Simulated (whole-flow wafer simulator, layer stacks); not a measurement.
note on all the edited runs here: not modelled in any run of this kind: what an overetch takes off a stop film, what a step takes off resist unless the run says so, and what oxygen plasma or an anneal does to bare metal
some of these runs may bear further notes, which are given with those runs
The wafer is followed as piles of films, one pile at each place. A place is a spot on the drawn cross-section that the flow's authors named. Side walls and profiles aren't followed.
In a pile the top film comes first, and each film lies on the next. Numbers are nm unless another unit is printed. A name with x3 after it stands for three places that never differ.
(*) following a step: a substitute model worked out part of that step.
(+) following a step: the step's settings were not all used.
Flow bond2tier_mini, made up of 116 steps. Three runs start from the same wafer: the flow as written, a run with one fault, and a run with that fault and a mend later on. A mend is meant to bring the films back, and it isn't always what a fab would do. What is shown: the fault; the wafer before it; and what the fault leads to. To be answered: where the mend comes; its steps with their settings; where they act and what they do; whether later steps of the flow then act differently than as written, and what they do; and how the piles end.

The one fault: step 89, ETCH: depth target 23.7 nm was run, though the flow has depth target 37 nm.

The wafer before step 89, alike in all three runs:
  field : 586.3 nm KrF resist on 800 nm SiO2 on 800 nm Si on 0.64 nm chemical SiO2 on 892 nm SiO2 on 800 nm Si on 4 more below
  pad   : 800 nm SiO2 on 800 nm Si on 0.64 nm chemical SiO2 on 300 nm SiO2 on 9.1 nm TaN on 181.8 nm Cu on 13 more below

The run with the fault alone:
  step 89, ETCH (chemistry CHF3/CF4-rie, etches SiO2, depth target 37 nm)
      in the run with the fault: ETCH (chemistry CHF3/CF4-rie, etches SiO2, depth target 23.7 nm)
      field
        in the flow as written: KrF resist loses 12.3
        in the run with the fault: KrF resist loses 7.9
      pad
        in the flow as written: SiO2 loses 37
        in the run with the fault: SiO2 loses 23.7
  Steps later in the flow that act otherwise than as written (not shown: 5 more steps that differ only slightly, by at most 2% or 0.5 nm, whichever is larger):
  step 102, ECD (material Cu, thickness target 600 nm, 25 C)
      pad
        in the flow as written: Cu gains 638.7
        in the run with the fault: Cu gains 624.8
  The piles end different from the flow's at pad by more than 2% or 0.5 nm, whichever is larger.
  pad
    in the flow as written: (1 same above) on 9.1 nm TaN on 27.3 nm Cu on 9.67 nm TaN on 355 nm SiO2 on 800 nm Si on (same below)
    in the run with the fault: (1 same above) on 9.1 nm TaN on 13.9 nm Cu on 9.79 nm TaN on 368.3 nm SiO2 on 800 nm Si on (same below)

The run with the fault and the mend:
  The mend stands after step 90.
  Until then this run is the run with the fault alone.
  step 90a, COAT (KrF resist, thickness 600 nm) (*) (the flow's step 84, run once more)
      field
        KrF resist gains 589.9 (new film)
      pad
        KrF resist gains 610.5 (new film)
  step 90b, SOFTBAKE (KrF resist) (the flow's step 85, run once more)
      leaves every film unchanged at each place that is followed
  step 90c, EXPOSE (photomask T3TRIM, NA 0.6) (the flow's step 86, run once more)
      leaves every film unchanged at each place that is followed
  step 90d, PEB (KrF resist) (the flow's step 87, run once more)
      leaves every film unchanged at each place that is followed
  step 90e, DEVELOP (developer TMAH-0.26N, 60 s) (the flow's step 88, run once more)
      field
        KrF resist loses 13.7
      pad
        KrF resist loses 610.5 (all of it)
  step 90f, ETCH (chemistry CHF3/CF4-rie, etches SiO2, depth target 13.3 nm) (the flow's step 89, run once more with other settings)
      field
        KrF resist loses 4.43
      pad
        SiO2 loses 13.3
  step 90g, STRIP (chemistry O2, over-ash 100%) (+) (the flow's step 90, run once more)
      field
        KrF resist loses 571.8 (all of it)
  None of the later steps of the flow acts differently than as written at any place that is followed.
  By the end, the piles equal the flow's at every place that both follow.
